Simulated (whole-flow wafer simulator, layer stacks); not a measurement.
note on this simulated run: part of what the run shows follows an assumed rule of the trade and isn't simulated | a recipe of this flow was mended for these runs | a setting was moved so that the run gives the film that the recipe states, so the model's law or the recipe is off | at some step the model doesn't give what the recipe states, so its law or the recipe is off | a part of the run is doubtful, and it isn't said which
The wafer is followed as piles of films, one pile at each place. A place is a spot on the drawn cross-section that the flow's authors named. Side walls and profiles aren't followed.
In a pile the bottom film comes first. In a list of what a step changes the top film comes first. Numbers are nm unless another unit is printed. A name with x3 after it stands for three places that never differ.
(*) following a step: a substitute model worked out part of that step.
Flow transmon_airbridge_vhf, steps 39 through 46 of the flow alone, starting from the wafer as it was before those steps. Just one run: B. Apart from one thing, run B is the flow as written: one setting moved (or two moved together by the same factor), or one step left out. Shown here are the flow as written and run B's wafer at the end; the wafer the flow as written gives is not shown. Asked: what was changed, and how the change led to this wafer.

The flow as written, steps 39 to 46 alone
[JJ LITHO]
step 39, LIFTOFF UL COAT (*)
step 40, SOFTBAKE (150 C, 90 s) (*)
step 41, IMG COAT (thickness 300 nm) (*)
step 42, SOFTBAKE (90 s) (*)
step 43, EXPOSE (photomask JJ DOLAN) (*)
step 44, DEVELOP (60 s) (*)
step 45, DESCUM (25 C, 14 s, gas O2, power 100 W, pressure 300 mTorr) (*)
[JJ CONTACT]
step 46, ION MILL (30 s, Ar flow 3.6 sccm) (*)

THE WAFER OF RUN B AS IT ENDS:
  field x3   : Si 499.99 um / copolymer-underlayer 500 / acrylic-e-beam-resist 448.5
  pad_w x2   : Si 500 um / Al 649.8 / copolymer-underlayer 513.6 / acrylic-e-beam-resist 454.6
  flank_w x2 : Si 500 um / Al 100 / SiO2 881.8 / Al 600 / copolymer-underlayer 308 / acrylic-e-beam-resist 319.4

What caused this: step 41, IMG COAT: thickness 480 nm was run, though the flow has thickness 300 nm.

Step by step, how the change led to this:
  step 41, IMG COAT (thickness 300 nm) (*)
      field x3, jj_line, ground_far x3: +480 acrylic-e-beam-resist (new film) (it would be, as written: +300 acrylic-e-beam-resist (new film))
      pad_w x2: +486.1 acrylic-e-beam-resist (new film) (it would be, as written: +300.2 acrylic-e-beam-resist (new film))
      (also at 8 further places)
  step 44, DEVELOP (60 s) (*)
      jj_line: -480 acrylic-e-beam-resist (all of it), -500 copolymer-underlayer (all of it) (it would be, as written: -300 acrylic-e-beam-resist (all of it), -500 copolymer-underlayer (all of it))
